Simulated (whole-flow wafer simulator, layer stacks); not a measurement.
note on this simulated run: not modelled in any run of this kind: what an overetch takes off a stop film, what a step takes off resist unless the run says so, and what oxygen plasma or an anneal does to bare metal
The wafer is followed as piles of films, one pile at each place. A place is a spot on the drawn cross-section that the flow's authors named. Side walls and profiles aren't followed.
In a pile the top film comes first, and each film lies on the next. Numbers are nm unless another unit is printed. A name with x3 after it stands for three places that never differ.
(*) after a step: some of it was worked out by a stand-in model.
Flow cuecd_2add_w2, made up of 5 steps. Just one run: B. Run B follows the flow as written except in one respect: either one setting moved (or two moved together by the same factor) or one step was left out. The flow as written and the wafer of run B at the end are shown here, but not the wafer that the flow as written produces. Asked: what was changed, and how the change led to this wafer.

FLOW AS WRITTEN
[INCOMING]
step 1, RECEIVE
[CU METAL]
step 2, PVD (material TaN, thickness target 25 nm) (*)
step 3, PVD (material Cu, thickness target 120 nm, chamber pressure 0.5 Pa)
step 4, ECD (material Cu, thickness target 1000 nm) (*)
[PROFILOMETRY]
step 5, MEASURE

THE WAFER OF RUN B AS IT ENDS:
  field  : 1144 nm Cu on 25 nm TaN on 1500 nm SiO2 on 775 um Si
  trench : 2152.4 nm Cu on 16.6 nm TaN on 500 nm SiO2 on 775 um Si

What caused this: step 3, PVD: thickness target 144 nm was run, though the flow has thickness target 120 nm.

Step by step, how the change led to this:
  step 3, PVD (material Cu, thickness target 120 nm, chamber pressure 0.5 Pa)
      field: +144 Cu (new film) (in the flow as written it would be: +120 Cu (new film))
      trench: +96.8 Cu (new film) (in the flow as written it would be: +80.8 Cu (new film))
